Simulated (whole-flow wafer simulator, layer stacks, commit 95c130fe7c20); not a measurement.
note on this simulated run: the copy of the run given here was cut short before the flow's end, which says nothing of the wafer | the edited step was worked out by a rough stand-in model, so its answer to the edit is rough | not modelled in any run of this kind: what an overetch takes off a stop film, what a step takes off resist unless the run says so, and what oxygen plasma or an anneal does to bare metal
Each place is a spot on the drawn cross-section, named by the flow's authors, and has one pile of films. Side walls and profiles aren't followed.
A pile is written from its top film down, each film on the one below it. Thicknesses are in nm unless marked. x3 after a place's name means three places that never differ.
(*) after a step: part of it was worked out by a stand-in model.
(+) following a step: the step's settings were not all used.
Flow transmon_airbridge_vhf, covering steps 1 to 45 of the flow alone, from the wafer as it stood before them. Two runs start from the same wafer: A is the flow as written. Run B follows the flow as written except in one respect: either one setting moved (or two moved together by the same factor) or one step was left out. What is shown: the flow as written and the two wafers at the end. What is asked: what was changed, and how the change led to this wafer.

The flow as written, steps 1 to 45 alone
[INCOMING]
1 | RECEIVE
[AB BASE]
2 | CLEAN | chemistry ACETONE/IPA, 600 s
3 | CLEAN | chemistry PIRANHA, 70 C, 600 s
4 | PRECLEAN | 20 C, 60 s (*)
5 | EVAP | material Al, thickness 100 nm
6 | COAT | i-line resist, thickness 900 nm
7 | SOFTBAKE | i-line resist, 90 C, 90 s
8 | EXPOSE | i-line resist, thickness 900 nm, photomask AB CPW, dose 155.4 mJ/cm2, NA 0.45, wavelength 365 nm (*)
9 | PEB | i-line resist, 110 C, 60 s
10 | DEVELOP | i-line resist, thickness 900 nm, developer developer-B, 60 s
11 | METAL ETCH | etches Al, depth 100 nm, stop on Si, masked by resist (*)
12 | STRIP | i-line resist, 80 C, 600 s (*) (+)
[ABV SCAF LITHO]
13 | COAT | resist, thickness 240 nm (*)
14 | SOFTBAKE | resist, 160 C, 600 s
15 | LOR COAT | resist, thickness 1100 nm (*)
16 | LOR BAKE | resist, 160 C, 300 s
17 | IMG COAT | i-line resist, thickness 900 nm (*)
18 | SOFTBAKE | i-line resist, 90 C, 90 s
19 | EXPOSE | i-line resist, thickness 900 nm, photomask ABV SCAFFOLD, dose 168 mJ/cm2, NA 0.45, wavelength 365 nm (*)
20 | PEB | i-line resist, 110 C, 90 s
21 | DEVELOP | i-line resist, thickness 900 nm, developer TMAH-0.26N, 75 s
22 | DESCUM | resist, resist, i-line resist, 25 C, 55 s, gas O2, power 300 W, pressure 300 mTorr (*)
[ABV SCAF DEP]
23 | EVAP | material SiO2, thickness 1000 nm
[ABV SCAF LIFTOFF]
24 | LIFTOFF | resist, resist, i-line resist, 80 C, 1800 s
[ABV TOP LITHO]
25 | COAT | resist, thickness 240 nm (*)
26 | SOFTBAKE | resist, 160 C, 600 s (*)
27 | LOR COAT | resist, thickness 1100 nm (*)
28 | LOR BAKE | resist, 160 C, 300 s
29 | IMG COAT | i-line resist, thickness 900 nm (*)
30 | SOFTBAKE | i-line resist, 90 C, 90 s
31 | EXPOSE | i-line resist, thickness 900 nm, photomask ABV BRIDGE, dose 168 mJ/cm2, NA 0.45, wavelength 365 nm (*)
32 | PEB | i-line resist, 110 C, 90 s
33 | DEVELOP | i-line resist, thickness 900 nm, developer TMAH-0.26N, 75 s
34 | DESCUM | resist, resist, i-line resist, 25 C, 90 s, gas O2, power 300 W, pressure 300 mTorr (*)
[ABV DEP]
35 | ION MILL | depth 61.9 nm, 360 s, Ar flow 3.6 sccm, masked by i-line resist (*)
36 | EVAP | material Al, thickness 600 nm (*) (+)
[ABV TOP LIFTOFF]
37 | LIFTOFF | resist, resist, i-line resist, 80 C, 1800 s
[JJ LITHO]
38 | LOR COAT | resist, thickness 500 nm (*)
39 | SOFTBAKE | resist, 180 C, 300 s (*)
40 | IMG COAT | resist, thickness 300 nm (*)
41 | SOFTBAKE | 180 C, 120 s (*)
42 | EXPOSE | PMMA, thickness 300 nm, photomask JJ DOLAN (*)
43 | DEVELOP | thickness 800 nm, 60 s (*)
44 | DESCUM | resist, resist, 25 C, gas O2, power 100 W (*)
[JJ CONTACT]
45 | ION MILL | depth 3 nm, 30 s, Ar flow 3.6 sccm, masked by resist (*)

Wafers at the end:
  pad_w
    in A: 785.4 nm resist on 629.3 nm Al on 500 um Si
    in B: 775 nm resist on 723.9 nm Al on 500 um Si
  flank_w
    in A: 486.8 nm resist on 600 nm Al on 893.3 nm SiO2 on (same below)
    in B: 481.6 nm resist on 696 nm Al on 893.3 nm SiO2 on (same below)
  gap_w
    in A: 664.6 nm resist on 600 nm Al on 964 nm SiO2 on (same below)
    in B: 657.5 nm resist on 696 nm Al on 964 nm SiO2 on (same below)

What caused this: step 36, EVAP: thickness 696 nm was run, though the flow has thickness 600 nm.
The wafer lets one read it off: flank_w has Al 696, and step 36 as written asks for 600 nm.

Step by step, how the change led to this:
  36 | EVAP | material Al, thickness 600 nm (*) (+)
      field x3, jj_line, ground_far and 10 more: A Al gains 600 (new film) | B Al gains 696 (new film)
      pad_w, pad_e: A Al gains 591.2 | B Al gains 685.8
  37 | LIFTOFF | resist, resist, i-line resist, 80 C, 1800 s
      field x3, jj_line, trace_open_s x2: A Al loses 600 (all of it), i-line resist loses 600 (all of it), resist loses 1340 (all of it) | B Al loses 696 (all of it), i-line resist loses 600 (all of it), resist loses 1340 (all of it)
      margin_s, margin_n: A Al loses 600 (all of it), i-line resist loses 318.3 (all of it), resist loses 992 (all of it) | B Al loses 696 (all of it), i-line resist loses 318.3 (all of it), resist loses 992 (all of it)
      (also at 1 further place)
  38 | LOR COAT | resist, thickness 500 nm (*)
      bridge_strip: A resist gains 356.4 (new film) | B resist gains 347.3 (new film)
  40 | IMG COAT | resist, thickness 300 nm (*)
      bridge_strip: A resist gains 197.1 | B resist gains 191.4
